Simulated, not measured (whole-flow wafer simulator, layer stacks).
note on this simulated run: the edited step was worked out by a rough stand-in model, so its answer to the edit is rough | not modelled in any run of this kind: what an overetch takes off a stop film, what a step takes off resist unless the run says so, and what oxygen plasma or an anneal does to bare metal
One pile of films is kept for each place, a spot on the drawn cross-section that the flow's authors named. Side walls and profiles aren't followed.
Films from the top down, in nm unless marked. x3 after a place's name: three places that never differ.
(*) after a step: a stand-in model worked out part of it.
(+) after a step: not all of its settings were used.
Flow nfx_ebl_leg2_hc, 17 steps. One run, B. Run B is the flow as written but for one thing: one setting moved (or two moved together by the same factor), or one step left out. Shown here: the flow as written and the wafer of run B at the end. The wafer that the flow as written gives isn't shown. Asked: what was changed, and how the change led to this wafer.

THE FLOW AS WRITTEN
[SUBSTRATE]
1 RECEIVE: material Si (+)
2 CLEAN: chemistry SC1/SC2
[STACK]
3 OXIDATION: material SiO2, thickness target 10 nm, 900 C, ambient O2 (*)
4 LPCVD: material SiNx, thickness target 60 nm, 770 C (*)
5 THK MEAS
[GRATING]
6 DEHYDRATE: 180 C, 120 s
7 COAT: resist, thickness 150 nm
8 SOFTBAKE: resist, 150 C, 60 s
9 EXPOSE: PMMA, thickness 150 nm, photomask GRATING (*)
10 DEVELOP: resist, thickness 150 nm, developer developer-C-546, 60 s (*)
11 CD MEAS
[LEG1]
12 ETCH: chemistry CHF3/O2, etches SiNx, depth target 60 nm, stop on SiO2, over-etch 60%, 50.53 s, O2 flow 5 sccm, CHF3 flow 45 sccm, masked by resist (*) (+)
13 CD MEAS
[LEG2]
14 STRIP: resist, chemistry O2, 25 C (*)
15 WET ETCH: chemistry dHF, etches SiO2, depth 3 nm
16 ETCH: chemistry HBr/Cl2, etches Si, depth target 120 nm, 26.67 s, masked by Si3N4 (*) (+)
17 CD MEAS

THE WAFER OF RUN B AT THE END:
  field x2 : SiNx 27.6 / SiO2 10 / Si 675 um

The cause: step 4, LPCVD: thickness target 39 nm was run, where the flow has thickness target 60 nm.

How the change led to this, step by step:
  4 LPCVD: material SiNx, thickness target 60 nm, 770 C (*)
      field x2, pad x2: SiNx +39 (new film) (as written it would be: SiNx +60 (new film))
  12 ETCH: chemistry CHF3/O2, etches SiNx, depth target 60 nm, stop on SiO2, over-etch 60%, 50.53 s, O2 flow 5 sccm, CHF3 flow 45 sccm, masked by resist (*) (+)
      pad x2: SiNx -39 (all of it), SiO2 -10 (all of it) (as written it would be: SiNx -60 (all of it), SiO2 -10 (all of it))
